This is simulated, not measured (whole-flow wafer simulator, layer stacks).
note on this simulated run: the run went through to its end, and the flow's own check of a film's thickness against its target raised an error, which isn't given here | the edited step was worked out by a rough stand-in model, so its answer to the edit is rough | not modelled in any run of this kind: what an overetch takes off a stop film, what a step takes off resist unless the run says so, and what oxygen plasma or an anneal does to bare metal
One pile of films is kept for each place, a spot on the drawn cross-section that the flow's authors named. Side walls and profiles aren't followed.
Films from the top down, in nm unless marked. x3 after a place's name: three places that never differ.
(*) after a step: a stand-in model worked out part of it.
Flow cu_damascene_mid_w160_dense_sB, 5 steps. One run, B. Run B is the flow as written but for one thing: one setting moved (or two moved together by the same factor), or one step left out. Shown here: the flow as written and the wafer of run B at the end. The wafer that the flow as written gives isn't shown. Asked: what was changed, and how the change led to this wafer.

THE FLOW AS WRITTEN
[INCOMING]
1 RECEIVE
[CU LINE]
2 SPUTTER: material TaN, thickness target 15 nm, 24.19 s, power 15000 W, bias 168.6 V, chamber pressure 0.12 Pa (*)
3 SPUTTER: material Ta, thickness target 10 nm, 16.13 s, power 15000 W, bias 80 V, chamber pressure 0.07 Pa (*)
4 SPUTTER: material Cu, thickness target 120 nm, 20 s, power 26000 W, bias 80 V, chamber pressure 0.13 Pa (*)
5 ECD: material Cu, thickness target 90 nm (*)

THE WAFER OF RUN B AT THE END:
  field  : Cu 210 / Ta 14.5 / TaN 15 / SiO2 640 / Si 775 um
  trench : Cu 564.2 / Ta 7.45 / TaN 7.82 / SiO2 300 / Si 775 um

The cause: step 3, SPUTTER: thickness target 14.5 nm was run, where the flow has thickness target 10 nm; step 3, SPUTTER: 23.39 s was run, where the flow has 16.13 s.
It can be read off the wafer: field has Ta 14.5, and step 3 as written asks for 10 nm.

How the change led to this, step by step:
  3 SPUTTER: material Ta, thickness target 10 nm, 16.13 s, power 15000 W, bias 80 V, chamber pressure 0.07 Pa (*)
      field: Ta +14.5 (new film) (as written it would be: Ta +10 (new film))
      trench: Ta +7.45 (new film) (as written it would be: Ta +5.14 (new film))
